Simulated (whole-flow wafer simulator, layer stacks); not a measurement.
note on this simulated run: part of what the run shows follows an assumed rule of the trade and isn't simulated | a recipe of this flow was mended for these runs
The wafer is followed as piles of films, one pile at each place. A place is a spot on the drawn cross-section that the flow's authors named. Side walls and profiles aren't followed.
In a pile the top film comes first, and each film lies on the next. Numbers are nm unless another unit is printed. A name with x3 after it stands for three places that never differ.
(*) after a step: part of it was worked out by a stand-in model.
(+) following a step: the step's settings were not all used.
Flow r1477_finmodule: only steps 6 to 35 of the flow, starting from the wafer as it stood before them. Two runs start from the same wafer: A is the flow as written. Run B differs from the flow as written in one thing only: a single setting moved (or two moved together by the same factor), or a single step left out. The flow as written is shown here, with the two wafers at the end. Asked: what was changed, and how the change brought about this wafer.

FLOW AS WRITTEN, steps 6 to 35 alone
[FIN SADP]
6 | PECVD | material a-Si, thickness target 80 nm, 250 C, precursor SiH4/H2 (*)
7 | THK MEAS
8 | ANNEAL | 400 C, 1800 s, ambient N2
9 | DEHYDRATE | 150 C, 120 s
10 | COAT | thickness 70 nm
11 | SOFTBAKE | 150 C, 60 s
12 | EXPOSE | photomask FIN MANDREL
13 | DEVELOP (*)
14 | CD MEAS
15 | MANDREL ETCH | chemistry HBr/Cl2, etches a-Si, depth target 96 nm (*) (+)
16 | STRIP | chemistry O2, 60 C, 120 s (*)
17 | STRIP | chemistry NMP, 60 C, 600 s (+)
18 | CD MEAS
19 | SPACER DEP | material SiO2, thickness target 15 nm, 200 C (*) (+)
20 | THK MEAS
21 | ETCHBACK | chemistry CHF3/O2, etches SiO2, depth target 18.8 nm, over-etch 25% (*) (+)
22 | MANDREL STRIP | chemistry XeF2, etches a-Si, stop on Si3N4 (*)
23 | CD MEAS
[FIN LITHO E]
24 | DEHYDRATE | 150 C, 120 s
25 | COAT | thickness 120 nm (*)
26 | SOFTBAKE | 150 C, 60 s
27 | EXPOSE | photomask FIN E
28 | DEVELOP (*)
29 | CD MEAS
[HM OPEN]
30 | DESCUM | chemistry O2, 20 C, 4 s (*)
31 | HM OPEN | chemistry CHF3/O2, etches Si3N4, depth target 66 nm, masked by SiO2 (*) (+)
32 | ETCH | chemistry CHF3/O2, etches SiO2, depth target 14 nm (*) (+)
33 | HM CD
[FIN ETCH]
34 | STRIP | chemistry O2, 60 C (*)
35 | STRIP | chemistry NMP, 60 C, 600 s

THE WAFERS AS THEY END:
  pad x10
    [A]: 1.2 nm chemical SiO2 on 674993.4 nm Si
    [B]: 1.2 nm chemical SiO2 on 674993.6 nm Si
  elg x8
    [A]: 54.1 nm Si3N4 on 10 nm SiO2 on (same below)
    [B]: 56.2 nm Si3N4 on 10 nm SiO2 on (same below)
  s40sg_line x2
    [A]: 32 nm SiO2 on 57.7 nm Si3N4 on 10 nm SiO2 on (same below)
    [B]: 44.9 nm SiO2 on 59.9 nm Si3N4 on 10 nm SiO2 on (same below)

What caused this: step 6, PECVD: thickness target 95 nm was run, while the flow as written has thickness target 80 nm.

How this came from the change, step by step:
  6 | PECVD | material a-Si, thickness target 80 nm, 250 C, precursor SiH4/H2 (*)
      pad x10, elg x8, s40cg x2 and 16 more: A +80 a-Si (new film) | B +95 a-Si (new film)
  15 | MANDREL ETCH | chemistry HBr/Cl2, etches a-Si, depth target 96 nm (*) (+)
      pad x10, elg x8, s40sg x2, s40sg_line x2, s45sg x2, s45sg_line x2, s50sg x2, s50sg_line x2: A -80 a-Si (all of it), -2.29 Si3N4 | B -95 a-Si (all of it), -0.14 Si3N4
  22 | MANDREL STRIP | chemistry XeF2, etches a-Si, stop on Si3N4 (*)
      s40cg x2, s45cg x2, s50cg x2: A -79 a-Si (all of it) | B -94 a-Si (all of it)
  25 | COAT | thickness 120 nm (*)
      s40cg x2: A +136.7 e-beam-resist (new film) | B +141.4 e-beam-resist (new film)
      s40sg_line x2: A +60 e-beam-resist (new film) | B +49.6 e-beam-resist (new film)
      (and at 8 other places as well)
  28 | DEVELOP (*)
      s40cg x2: A -136.7 e-beam-resist (all of it) | B -141.4 e-beam-resist (all of it)
      s40sg_line x2: A -60 e-beam-resist (all of it) | B -49.6 e-beam-resist (all of it)
      (and at 8 other places as well)
  31 | HM OPEN | chemistry CHF3/O2, etches Si3N4, depth target 66 nm, masked by SiO2 (*) (+)
      pad x10, s40sg x2, s45sg x2, s50sg x2: A -54.1 Si3N4 (all of it), -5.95 SiO2 | B -56.2 Si3N4 (all of it), -4.88 SiO2
  32 | ETCH | chemistry CHF3/O2, etches SiO2, depth target 14 nm (*) (+)
      pad x10, s40sg x2, s45sg x2, s50sg x2: A -4.05 SiO2 (all of it), -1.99 Si | B -5.12 SiO2 (all of it), -1.78 Si
